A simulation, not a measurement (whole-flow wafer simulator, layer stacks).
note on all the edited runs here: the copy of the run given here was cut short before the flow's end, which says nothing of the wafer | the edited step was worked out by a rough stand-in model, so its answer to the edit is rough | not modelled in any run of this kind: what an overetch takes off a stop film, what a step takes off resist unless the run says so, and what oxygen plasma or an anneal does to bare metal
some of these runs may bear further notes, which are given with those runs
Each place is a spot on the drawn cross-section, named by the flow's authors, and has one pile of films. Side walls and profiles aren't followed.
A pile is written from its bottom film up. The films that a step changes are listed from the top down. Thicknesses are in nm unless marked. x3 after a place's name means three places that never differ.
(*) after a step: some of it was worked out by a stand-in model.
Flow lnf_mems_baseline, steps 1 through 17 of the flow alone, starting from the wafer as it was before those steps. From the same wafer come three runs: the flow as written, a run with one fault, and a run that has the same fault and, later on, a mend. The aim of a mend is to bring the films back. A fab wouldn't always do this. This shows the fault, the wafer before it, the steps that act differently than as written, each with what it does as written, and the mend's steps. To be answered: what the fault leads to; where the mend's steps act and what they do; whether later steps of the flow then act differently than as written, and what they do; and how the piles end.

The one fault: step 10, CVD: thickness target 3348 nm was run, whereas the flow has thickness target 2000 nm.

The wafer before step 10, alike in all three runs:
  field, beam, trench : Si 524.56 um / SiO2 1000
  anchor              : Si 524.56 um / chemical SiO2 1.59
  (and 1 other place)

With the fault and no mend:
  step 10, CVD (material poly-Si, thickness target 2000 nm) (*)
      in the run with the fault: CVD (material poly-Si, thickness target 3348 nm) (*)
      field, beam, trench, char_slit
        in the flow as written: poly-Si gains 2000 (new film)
        in the run with the fault: poly-Si gains 3348 (new film)
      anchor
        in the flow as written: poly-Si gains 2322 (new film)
        in the run with the fault: poly-Si gains 3992.3 (new film)
  Steps later in the flow that act otherwise than as written (1 more step, not shown, differs only slightly: by at most 2% or 0.5 nm, whichever is larger):
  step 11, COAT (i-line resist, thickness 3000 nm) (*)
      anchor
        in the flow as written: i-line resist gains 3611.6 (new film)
        in the run with the fault: i-line resist gains 3309.1 (new film)
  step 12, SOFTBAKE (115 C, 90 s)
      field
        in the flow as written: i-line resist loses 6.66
        in the run with the fault: i-line resist loses 4.77
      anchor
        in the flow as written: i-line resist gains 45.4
        in the run with the fault: i-line resist gains 31.4
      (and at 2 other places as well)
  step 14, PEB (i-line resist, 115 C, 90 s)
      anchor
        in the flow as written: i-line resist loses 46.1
        in the run with the fault: i-line resist loses 40.6
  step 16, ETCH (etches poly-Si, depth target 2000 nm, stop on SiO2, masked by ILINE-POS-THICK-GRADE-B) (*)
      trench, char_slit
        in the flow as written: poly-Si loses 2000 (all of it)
        in the run with the fault: poly-Si loses 2000
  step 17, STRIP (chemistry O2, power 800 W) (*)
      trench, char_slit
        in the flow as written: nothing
        in the run with the fault: chemical SiO2 gains 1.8 (new film), poly-Si loses 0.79
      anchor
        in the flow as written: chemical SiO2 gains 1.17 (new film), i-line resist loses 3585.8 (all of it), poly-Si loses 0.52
        in the run with the fault: chemical SiO2 gains 1.15 (new film), i-line resist loses 3274.9 (all of it), poly-Si loses 0.5
  The piles end different from the flow's at field, anchor, beam, trench, char_slit by more than 2% or 0.5 nm, whichever is larger.
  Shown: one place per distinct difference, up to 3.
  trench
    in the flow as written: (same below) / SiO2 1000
    in the run with the fault: (same below) / SiO2 1000 / poly-Si 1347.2 / chemical SiO2 1.8
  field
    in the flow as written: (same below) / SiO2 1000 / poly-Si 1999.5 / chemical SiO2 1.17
    in the run with the fault: (same below) / SiO2 1000 / poly-Si 3347.5 / chemical SiO2 1.15
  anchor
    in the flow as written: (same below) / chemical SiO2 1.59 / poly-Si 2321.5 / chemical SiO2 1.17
    in the run with the fault: (same below) / chemical SiO2 1.59 / poly-Si 3991.8 / chemical SiO2 1.15

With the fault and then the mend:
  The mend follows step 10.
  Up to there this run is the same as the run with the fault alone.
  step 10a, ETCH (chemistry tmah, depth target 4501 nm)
      field, beam, trench, char_slit
        poly-Si loses 3348 (all of it)
      anchor
        poly-Si loses 3992.3 (all of it)
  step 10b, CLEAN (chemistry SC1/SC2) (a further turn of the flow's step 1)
      does not change any film at any place that is followed
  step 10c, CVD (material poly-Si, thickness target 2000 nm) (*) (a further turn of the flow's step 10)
      field, beam, trench, char_slit
        poly-Si gains 2000 (new film)
      anchor
        poly-Si gains 2322 (new film)
  None of the later steps of the flow acts differently than as written at any place that is followed.
  By the end, the piles equal the flow's at every place that both follow.
